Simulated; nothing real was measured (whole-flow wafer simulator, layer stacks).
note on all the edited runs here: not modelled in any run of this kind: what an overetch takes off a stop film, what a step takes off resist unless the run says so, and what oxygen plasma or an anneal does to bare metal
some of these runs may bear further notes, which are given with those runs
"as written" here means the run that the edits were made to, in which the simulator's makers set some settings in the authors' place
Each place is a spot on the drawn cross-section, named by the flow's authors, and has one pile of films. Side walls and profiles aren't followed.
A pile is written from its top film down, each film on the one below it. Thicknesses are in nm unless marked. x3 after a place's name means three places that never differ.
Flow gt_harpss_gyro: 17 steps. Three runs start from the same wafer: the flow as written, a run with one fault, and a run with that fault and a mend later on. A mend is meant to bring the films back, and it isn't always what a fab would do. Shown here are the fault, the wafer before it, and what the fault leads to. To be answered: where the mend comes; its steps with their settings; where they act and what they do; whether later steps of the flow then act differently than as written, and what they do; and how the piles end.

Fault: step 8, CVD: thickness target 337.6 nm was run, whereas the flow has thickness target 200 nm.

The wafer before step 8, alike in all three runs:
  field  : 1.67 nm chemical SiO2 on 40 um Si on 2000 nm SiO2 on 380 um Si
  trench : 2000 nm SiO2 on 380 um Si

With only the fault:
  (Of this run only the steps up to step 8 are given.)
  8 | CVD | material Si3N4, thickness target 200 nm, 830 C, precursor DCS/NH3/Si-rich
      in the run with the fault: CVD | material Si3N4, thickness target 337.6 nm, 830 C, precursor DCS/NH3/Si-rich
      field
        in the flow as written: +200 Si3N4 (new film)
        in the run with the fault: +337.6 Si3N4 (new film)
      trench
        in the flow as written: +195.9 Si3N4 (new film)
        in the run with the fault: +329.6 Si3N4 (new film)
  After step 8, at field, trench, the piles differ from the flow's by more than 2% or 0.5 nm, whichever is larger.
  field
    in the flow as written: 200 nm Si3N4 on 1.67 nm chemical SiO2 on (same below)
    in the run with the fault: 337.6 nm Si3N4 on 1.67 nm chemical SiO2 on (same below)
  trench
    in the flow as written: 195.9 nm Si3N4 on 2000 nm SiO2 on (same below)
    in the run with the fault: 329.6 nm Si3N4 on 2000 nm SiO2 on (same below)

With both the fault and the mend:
  The mend follows step 8.
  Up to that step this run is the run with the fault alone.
  8a | ETCH | chemistry h3po4, depth target 387.6 nm
      field
        -337.6 Si3N4 (all of it)
      trench
        -329.6 Si3N4 (all of it)
  8b | CLEAN | chemistry SPM (the flow's step 1, run once more)
      alters no film at any place that is followed
  8c | CVD | material Si3N4, thickness target 200 nm, 830 C, precursor DCS/NH3/Si-rich (the flow's step 8, run once more)
      field
        +200 Si3N4 (new film)
      trench
        +195.9 Si3N4 (new film)
  Later steps of the flow that are run all act as written at every place that is followed.
  By the end, the piles equal the flow's at every place that both follow.
